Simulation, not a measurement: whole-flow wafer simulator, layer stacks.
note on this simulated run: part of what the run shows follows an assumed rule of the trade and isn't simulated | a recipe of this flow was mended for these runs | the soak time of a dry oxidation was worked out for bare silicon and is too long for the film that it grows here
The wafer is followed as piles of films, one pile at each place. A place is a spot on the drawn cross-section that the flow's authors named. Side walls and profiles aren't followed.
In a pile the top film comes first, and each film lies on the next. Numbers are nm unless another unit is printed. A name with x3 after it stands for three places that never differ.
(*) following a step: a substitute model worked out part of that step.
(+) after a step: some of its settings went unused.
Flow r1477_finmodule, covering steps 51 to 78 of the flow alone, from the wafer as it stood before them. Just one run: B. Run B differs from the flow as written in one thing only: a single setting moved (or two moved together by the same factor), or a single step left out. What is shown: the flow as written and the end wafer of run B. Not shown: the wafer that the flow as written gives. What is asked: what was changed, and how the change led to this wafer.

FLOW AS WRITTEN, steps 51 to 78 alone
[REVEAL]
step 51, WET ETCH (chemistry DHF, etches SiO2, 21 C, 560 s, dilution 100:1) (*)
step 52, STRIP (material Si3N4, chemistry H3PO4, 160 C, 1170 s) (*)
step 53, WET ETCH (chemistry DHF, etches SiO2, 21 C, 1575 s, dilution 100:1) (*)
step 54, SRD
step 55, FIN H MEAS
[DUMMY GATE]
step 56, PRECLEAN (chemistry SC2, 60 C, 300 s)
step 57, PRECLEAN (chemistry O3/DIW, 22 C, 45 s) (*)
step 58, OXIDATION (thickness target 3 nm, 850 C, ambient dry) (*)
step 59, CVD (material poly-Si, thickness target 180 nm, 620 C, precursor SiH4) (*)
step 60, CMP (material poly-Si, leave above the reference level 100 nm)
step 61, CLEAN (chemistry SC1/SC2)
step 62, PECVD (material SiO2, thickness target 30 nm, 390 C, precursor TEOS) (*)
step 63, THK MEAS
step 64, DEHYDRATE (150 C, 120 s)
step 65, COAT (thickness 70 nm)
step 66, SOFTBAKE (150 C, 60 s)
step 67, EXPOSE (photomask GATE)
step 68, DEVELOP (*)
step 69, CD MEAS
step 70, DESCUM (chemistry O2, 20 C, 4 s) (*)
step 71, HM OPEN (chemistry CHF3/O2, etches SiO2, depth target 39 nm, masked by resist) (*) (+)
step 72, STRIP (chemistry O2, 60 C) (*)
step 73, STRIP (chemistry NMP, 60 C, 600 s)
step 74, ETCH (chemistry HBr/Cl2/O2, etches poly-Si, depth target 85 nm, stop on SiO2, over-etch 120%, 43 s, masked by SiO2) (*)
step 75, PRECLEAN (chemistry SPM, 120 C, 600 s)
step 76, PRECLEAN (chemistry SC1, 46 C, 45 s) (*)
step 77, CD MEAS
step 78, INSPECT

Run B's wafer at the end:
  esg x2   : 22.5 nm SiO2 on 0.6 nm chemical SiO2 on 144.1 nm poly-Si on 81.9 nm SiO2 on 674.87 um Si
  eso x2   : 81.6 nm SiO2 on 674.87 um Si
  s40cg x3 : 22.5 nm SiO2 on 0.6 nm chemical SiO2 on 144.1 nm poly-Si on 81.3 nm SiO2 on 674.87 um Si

What caused this: step 52, STRIP: 643.5 s was run, while the flow as written has 1170 s.

Step by step, how the change led to this:
  step 52, STRIP (material Si3N4, chemistry H3PO4, 160 C, 1170 s) (*)
      pad, padg, esg x2 and 18 more: -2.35 SiO2 (it would be, as written: -4.28 SiO2)
      elg x4, elo x4: -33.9 Si3N4 (all of it), -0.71 SiO2 (it would be, as written: -33.9 Si3N4 (all of it), -2.15 SiO2)
      (and at 6 other places as well)
  step 53, WET ETCH (chemistry DHF, etches SiO2, 21 C, 1575 s, dilution 100:1) (*)
      elg x4, elo x4: -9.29 SiO2 (all of it) (it would be, as written: -7.85 SiO2 (all of it))
      s40sg_line x3, s40so_line x3: -9.96 SiO2 (all of it) (it would be, as written: -8.51 SiO2 (all of it))
  step 60, CMP (material poly-Si, leave above the reference level 100 nm)
      pad, padg: -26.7 poly-Si (it would be, as written: -24.8 poly-Si)
